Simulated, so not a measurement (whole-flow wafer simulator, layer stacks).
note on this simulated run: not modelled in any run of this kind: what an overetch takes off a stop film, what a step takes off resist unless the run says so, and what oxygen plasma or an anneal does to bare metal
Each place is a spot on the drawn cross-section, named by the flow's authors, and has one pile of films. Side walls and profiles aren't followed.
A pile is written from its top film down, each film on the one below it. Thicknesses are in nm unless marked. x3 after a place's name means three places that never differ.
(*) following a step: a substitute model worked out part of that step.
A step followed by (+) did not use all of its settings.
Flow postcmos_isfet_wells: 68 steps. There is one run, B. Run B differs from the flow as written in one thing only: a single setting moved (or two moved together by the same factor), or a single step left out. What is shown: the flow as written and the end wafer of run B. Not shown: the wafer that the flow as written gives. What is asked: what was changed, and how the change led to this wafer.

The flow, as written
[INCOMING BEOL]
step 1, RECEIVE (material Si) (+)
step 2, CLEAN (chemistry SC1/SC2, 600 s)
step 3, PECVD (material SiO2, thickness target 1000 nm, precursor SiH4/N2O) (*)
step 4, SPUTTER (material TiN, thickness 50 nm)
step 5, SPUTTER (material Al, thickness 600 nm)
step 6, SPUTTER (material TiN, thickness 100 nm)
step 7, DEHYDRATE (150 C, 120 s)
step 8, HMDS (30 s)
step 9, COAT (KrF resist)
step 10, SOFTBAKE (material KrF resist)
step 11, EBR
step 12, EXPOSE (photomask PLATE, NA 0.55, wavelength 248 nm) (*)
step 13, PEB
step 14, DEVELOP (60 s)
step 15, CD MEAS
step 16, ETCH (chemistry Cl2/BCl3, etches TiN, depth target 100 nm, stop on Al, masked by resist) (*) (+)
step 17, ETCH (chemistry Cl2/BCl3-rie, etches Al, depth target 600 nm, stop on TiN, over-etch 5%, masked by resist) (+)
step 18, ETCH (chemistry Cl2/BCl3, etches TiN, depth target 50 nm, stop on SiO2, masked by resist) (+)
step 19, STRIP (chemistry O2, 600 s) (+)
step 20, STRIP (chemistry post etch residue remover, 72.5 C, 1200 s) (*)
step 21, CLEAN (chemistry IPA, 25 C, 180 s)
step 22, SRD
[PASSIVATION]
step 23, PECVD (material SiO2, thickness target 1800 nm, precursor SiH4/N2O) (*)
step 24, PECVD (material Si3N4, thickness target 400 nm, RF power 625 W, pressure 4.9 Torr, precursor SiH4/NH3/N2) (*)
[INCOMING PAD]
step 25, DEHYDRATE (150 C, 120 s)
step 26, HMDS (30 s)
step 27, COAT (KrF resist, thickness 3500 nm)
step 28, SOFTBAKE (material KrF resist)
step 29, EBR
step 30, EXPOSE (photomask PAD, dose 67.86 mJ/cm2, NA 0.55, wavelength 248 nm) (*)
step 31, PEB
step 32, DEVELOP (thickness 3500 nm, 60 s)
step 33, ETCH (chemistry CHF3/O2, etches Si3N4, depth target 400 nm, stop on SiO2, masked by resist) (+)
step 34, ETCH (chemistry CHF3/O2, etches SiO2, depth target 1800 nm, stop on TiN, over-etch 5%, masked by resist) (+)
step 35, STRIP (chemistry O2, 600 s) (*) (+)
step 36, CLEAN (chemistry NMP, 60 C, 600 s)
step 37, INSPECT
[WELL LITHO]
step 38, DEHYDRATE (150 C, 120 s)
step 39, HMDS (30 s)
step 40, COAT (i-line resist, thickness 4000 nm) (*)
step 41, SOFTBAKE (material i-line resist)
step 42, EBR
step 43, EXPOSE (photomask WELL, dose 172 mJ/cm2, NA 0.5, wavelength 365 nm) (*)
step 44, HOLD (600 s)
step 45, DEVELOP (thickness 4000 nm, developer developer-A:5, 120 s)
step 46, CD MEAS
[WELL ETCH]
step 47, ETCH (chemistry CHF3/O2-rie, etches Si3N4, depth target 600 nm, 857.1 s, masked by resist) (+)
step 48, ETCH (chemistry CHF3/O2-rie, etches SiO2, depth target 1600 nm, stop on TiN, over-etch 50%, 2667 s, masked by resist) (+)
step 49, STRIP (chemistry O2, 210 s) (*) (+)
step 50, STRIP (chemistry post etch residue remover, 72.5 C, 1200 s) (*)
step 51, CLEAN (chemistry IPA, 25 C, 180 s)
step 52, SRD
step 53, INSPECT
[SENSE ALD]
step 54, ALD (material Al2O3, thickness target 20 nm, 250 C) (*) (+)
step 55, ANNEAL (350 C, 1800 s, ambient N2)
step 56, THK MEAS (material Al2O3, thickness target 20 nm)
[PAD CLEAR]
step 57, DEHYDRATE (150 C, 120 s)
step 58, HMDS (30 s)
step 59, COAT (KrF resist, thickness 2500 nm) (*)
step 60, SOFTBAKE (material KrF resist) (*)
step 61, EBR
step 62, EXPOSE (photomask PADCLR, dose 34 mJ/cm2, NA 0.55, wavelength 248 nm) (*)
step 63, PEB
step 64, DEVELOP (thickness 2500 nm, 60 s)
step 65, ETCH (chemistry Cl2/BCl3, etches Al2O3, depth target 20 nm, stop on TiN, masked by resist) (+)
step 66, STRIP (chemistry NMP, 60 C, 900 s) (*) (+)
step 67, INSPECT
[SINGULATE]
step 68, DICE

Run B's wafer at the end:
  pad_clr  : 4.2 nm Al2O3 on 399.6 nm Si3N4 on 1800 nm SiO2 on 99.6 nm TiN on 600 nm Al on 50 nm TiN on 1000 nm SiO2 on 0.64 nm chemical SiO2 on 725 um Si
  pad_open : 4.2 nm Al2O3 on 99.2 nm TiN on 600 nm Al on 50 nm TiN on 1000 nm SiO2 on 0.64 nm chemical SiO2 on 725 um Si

The reason: step 65, ETCH: depth target 15.8 nm was run, whereas the flow has depth target 20 nm.

The path from the change to this, step by step:
  step 65, ETCH (chemistry Cl2/BCl3, etches Al2O3, depth target 20 nm, stop on TiN, masked by resist) (+)
      pad_clr, pad_open: Al2O3 loses 15.8 (as written it would have been: Al2O3 loses 20 (all of it))
      field, margin, pad_rim: KrF resist loses 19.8 (as written it would have been: KrF resist loses 25)
